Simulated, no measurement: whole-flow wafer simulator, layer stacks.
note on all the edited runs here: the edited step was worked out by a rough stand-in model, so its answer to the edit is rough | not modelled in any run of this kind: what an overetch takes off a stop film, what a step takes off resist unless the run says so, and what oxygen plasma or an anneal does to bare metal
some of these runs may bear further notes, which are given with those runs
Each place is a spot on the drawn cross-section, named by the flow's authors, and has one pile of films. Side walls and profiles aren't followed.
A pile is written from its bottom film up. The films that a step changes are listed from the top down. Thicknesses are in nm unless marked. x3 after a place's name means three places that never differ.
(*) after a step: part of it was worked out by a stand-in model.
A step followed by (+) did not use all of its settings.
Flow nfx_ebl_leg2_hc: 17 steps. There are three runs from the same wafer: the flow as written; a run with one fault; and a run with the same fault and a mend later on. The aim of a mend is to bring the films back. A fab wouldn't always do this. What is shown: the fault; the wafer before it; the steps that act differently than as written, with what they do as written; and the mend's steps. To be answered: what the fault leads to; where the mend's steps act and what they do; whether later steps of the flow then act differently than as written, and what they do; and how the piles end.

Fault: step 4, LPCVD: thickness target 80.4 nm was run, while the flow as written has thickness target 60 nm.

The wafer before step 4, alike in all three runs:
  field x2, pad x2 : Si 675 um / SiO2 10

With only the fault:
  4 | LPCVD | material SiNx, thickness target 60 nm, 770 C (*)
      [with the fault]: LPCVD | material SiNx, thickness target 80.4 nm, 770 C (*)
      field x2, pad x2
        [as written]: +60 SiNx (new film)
        [with the fault]: +80.4 SiNx (new film)
  Steps later in the flow that act otherwise than as written:
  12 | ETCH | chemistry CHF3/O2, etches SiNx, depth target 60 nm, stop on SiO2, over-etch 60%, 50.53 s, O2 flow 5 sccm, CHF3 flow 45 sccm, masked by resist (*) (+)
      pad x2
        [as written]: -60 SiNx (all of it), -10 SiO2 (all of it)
        [with the fault]: -80.4 SiNx (all of it), -7.8 SiO2
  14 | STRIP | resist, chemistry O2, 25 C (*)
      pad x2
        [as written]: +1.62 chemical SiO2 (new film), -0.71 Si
        [with the fault]: nothing
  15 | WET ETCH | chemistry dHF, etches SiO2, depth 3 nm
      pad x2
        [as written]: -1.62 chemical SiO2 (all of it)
        [with the fault]: -2.2 SiO2 (all of it)
  At field x2, the piles at the end differ from the flow's by more than 2% or 0.5 nm, whichever is larger.
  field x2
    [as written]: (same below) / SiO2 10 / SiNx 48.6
    [with the fault]: (same below) / SiO2 10 / SiNx 69

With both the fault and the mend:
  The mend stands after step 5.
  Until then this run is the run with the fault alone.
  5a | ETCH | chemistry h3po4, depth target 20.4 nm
      field x2, pad x2
        -20.4 SiNx
  Every later step of the flow that is run acts as written at every place that is followed.
  The piles end the same as the flow's at every place that both follow.
